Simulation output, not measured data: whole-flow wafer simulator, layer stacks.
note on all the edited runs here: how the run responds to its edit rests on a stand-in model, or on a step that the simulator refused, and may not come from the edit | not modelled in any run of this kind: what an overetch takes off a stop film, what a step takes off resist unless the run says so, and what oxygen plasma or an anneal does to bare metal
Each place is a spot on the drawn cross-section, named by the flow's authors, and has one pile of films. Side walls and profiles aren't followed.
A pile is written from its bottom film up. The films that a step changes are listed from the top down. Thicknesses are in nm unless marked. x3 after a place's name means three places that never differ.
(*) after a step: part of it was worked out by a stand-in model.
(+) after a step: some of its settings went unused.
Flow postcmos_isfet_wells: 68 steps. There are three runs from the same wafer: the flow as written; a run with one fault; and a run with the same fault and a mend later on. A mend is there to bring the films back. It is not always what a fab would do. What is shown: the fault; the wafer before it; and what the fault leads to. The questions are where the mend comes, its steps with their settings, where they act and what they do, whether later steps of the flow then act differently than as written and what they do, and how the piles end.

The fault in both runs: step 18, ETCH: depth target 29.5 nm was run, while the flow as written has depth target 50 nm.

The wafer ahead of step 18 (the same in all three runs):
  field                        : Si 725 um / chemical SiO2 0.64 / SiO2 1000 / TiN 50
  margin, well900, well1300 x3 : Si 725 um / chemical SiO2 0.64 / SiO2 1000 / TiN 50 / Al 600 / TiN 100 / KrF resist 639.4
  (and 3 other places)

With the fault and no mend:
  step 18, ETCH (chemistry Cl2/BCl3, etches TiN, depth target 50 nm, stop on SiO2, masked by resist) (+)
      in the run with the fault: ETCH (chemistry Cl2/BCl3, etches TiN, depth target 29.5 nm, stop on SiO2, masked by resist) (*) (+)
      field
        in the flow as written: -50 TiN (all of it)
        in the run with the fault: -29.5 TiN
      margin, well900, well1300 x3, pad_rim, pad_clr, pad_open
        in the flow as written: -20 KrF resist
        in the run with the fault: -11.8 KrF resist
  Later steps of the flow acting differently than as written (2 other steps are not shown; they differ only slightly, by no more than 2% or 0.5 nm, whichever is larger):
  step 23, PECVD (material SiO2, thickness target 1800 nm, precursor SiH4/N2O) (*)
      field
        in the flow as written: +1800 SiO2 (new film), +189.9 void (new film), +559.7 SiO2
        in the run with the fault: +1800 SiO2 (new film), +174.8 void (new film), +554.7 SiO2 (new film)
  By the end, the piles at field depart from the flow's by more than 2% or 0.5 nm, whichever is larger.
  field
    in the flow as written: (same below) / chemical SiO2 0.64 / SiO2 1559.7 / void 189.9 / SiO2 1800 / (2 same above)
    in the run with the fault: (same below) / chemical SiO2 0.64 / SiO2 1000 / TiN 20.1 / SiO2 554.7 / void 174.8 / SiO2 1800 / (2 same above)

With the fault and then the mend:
  The mend follows step 18.
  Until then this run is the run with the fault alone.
  step 18a, ETCH (chemistry Cl2/BCl3, etches TiN, depth target 20.5 nm, stop on SiO2, masked by resist) (the flow's step 18, run once more with other settings)
      margin, well900, well1300 x3, pad_rim, pad_clr, pad_open
        -8.2 KrF resist
      field
        -20.5 TiN (all of it)
  Later steps of the flow that are run all act as written at every place that is followed.
  By the end, the piles equal the flow's at every place that both follow.
